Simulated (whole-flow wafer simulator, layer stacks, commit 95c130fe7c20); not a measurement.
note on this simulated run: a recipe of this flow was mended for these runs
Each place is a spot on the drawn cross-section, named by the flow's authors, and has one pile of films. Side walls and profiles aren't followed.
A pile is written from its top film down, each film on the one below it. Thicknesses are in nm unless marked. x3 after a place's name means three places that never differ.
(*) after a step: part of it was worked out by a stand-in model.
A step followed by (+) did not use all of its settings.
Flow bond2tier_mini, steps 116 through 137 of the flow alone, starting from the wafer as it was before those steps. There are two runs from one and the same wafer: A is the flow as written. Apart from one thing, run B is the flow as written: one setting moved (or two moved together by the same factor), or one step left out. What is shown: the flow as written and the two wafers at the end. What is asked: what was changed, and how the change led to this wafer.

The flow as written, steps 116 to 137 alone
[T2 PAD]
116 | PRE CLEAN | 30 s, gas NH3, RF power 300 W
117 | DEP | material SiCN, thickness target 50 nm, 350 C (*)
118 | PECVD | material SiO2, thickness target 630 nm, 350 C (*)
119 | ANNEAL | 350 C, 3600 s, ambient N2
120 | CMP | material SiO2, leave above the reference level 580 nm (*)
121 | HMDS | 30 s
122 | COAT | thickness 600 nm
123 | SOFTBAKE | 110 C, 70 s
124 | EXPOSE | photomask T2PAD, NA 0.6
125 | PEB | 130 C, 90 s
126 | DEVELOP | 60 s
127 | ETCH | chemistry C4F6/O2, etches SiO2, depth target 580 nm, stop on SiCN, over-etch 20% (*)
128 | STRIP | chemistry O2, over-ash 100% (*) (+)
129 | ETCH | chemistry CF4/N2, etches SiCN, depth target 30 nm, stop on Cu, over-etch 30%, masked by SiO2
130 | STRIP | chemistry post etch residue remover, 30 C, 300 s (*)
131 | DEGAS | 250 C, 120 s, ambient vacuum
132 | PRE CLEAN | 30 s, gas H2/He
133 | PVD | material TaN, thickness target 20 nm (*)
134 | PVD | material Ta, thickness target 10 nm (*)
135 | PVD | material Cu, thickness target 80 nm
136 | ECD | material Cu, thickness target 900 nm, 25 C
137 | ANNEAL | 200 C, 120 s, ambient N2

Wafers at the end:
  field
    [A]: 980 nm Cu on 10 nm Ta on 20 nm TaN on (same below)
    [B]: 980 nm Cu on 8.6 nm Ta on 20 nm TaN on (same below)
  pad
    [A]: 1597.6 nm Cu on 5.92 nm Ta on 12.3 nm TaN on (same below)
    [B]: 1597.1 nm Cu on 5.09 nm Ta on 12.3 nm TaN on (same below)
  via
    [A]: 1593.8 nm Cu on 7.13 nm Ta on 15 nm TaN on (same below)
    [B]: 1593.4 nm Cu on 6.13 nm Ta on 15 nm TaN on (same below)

Cause: step 134, PVD: thickness target 8.6 nm was run, while the flow as written has thickness target 10 nm.
The wafer itself shows it: field has Ta 8.6, and step 134 as written asks for 10 nm.

How this came from the change, step by step:
  134 | PVD | material Ta, thickness target 10 nm (*)
      field: A +10 Ta (new film) | B +8.6 Ta (new film)
      pad: A +5.92 Ta (new film) | B +5.09 Ta (new film)
      (also at 1 further place)
